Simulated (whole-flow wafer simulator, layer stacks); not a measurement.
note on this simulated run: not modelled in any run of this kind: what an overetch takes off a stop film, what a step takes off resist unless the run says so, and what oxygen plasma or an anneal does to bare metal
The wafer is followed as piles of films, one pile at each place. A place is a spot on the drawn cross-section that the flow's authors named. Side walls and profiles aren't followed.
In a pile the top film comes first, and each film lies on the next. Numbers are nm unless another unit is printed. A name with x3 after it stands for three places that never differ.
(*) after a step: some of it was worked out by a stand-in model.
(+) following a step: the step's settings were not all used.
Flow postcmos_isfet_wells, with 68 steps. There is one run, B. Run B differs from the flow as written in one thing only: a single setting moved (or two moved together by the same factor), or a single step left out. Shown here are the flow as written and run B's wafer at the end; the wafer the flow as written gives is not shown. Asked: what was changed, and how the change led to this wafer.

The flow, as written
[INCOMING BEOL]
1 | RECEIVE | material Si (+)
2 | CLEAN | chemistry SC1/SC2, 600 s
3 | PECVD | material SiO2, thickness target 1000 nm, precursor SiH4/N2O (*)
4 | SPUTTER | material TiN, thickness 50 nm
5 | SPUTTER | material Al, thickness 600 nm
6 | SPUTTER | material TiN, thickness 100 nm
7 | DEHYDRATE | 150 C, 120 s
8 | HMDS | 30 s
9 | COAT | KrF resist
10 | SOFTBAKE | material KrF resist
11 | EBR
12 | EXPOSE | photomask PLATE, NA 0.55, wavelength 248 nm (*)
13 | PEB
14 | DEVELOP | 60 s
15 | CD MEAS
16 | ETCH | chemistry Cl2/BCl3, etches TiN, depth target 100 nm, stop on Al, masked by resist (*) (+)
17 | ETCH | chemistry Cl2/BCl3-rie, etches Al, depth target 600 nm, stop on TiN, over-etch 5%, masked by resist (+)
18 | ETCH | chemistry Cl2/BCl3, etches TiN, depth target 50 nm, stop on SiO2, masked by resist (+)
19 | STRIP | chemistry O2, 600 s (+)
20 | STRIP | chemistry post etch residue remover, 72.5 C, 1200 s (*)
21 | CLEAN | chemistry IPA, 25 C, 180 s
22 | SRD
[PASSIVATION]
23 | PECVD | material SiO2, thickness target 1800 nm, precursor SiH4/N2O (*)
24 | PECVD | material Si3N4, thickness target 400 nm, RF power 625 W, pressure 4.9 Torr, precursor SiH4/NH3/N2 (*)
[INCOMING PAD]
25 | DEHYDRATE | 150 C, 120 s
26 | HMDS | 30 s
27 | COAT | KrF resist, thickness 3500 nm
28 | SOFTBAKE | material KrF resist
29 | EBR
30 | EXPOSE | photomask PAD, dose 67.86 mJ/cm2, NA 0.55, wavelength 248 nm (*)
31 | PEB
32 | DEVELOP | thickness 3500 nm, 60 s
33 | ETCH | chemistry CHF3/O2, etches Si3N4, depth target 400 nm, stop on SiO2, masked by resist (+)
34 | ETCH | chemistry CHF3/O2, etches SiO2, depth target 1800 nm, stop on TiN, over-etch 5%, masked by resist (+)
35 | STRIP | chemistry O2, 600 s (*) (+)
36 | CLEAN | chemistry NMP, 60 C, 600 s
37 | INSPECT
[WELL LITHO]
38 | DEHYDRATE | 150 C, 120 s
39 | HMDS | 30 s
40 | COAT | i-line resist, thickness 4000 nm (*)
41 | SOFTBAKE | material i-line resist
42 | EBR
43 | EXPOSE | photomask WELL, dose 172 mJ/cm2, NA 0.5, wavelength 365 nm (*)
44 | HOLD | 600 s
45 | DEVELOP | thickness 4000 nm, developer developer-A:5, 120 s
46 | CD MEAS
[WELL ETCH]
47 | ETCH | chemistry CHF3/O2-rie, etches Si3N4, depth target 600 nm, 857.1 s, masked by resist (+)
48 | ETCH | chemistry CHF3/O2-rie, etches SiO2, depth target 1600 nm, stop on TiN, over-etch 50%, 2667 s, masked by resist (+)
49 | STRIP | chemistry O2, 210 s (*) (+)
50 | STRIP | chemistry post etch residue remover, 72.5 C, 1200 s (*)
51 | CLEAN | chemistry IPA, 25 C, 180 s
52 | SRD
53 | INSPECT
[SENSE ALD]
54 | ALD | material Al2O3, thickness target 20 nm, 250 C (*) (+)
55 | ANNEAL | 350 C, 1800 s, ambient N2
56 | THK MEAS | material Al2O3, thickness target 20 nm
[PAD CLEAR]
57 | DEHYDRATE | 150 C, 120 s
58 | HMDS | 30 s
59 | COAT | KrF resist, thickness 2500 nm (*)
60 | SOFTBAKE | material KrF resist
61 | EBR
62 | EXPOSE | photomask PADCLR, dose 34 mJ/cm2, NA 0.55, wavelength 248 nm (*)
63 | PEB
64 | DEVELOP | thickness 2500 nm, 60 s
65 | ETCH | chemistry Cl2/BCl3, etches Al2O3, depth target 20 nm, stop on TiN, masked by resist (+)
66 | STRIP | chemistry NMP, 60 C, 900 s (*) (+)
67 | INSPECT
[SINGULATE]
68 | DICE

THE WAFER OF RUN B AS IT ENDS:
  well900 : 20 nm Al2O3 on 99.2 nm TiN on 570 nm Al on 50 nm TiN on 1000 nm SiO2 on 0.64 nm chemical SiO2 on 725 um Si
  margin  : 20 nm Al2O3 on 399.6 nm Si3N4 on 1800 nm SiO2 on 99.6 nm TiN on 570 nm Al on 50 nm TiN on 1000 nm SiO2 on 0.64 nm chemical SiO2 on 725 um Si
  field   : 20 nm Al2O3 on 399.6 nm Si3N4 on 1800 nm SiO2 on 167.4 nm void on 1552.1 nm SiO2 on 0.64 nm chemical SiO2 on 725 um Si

What caused this: step 5, SPUTTER: thickness 570 nm was run, whereas the flow has thickness 600 nm.
The wafer lets one read it off: well900 has Al 570, and step 5 as written asks for 600 nm.

The path from the change to this, step by step:
  5 | SPUTTER | material Al, thickness 600 nm
      field, margin, well900, well1300 x3, pad_rim, pad_clr, pad_open: +570 Al (new film) (it would be, as written: +600 Al (new film))
  17 | ETCH | chemistry Cl2/BCl3-rie, etches Al, depth target 600 nm, stop on TiN, over-etch 5%, masked by resist (+)
      field: -570 Al (all of it) (it would be, as written: -600 Al (all of it))
  23 | PECVD | material SiO2, thickness target 1800 nm, precursor SiH4/N2O (*)
      field: +1800 SiO2 (new film), +167.4 void (new film), +552.1 SiO2 (it would be, as written: +1800 SiO2 (new film), +189.9 void (new film), +559.7 SiO2)
